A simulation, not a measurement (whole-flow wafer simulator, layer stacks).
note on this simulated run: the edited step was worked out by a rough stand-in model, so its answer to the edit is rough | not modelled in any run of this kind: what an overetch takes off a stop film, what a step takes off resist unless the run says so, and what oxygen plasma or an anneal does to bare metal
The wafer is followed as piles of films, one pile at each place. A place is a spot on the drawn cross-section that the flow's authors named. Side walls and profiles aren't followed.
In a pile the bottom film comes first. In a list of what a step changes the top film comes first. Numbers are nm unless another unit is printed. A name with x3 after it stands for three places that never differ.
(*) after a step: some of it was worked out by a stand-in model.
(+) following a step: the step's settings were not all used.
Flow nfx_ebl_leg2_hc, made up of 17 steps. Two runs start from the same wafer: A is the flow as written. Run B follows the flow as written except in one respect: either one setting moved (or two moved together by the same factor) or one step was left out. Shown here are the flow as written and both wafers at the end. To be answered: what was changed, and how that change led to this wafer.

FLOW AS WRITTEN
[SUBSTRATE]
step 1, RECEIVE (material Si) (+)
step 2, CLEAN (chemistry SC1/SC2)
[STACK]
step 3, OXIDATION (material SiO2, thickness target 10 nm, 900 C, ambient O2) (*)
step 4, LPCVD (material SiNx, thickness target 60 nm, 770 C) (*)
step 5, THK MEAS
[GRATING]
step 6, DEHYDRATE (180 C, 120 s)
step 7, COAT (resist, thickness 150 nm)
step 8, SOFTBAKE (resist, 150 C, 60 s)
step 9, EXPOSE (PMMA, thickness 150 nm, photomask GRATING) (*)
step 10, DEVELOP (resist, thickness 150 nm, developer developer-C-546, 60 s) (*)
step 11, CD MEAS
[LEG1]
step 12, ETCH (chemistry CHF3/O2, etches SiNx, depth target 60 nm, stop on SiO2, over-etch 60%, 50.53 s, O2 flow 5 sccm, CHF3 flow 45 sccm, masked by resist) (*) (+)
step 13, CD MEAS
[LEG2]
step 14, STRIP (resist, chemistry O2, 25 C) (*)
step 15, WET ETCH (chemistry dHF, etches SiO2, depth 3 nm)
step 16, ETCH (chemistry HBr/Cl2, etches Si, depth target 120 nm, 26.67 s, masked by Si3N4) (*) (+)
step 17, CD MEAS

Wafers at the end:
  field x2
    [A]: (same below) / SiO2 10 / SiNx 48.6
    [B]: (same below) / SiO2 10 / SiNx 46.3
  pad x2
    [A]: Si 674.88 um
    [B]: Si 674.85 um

Cause: step 16, ETCH: depth target 144 nm was run, whereas the flow has depth target 120 nm; step 16, ETCH: 32 s was run, where the flow has 26.67 s.

The path from the change to this, step by step:
  step 16, ETCH (chemistry HBr/Cl2, etches Si, depth target 120 nm, 26.67 s, masked by Si3N4) (*) (+)
      field x2: A -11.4 SiNx | B -13.7 SiNx
      pad x2: A -120 Si | B -144 Si
